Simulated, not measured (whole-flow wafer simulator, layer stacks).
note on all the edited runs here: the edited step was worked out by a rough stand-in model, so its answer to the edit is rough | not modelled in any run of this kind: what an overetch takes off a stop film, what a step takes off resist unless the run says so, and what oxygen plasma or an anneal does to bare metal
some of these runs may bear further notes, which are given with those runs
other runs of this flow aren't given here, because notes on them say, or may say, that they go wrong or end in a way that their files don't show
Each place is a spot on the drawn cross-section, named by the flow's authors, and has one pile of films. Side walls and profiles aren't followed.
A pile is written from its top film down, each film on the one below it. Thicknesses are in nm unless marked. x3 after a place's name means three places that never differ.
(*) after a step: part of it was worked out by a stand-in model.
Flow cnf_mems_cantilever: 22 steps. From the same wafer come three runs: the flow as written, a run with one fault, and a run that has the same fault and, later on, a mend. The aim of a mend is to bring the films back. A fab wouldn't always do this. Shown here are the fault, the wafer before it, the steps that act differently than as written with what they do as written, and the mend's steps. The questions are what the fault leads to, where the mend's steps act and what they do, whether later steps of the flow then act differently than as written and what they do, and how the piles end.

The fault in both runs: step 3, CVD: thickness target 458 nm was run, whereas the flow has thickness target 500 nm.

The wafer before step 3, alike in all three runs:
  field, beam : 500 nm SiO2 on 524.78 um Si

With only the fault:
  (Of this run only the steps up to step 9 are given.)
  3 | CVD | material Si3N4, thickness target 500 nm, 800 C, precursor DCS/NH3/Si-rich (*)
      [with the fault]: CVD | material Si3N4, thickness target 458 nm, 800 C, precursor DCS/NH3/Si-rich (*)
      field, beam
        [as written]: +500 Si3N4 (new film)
        [with the fault]: +458 Si3N4 (new film)
  None of the later steps of the flow up to step 9 acts differently than as written at any place that is followed.
  After step 9, at field, beam, the piles differ from the flow's by more than 2% or 0.5 nm, whichever is larger.
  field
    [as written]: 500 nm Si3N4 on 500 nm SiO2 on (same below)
    [with the fault]: 458 nm Si3N4 on 500 nm SiO2 on (same below)
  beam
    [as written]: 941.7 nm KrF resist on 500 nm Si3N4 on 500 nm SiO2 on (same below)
    [with the fault]: 941.7 nm KrF resist on 458 nm Si3N4 on 500 nm SiO2 on (same below)

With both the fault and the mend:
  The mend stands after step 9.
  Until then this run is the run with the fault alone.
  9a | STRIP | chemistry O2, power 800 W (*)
      beam
        -941.7 KrF resist (all of it)
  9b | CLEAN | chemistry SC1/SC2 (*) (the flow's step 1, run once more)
      alters no film at any place that is followed
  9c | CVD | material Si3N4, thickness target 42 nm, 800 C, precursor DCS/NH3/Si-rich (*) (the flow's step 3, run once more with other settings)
      field, beam
        +42 Si3N4
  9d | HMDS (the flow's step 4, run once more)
      alters no film at any place that is followed
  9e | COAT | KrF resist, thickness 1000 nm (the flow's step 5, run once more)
      field, beam
        +1000 KrF resist (new film)
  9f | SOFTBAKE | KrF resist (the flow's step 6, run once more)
      alters no film at any place that is followed
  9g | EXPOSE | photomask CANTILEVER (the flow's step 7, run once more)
      alters no film at any place that is followed
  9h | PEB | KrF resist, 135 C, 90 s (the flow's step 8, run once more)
      field, beam
        -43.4 KrF resist
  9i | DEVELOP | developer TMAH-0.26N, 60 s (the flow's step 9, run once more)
      field
        -956.6 KrF resist (all of it)
      beam
        -14.9 KrF resist
  None of the later steps of the flow acts differently than as written at any place that is followed.
  The piles end the same as the flow's at every place that both follow.
